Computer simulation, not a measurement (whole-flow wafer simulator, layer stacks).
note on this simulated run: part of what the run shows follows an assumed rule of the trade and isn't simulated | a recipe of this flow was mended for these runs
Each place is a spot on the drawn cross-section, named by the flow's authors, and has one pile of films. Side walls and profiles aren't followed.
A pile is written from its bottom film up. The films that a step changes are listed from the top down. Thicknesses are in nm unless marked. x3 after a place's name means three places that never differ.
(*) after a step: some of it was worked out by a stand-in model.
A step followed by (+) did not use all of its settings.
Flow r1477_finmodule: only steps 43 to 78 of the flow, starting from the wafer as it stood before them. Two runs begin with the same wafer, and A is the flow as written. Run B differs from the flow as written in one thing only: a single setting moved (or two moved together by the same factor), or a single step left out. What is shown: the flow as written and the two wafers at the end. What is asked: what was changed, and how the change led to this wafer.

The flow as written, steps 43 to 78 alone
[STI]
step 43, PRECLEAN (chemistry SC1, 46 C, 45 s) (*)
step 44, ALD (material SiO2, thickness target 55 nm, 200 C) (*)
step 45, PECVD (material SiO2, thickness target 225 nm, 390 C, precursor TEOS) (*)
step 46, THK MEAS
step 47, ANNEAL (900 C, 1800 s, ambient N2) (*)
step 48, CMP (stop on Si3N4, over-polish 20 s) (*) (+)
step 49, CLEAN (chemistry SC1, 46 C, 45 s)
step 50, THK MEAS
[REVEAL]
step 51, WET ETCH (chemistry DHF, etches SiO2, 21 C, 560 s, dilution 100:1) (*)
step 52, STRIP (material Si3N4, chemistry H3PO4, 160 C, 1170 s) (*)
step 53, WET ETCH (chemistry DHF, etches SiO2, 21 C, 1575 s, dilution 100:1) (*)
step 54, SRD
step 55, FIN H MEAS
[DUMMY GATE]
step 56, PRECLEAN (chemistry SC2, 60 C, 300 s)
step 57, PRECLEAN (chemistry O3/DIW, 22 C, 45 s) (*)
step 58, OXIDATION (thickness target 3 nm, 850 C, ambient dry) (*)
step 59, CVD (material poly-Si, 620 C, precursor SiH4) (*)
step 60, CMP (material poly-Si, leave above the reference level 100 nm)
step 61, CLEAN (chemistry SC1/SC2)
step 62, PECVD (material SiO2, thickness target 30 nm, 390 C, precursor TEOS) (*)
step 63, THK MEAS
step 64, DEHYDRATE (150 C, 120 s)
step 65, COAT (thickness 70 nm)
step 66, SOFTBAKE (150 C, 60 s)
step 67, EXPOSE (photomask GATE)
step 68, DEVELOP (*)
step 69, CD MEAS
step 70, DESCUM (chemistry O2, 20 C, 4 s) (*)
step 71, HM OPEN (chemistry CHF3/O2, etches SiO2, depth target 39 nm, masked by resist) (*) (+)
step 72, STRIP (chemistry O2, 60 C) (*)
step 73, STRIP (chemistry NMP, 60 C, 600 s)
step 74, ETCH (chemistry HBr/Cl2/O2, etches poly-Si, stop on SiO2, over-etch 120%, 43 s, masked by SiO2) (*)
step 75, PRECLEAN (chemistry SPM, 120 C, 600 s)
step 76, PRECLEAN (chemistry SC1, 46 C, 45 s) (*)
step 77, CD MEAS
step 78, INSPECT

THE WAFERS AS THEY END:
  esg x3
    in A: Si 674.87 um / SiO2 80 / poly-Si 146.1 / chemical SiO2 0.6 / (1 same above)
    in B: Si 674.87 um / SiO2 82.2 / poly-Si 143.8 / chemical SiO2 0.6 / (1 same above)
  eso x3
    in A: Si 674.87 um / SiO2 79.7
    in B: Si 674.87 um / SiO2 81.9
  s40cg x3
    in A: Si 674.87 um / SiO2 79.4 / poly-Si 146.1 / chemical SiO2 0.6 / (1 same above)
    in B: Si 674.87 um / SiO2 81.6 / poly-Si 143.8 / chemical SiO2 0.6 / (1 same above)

Cause: step 53, WET ETCH: 20.3 C was run, though the flow has 21 C.

The path from the change to this, step by step:
  step 53, WET ETCH (chemistry DHF, etches SiO2, 21 C, 1575 s, dilution 100:1) (*)
      esg x3, e200sg, s40cg x3, s40sg x3, eso x3, e200so, s40co x3, s40so x3: A -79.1 SiO2 | B -76.9 SiO2
      pad, padg: A -85.7 SiO2 | B -83.3 SiO2
  step 60, CMP (material poly-Si, leave above the reference level 100 nm)
      pad, padg: A -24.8 poly-Si | B -27.2 poly-Si
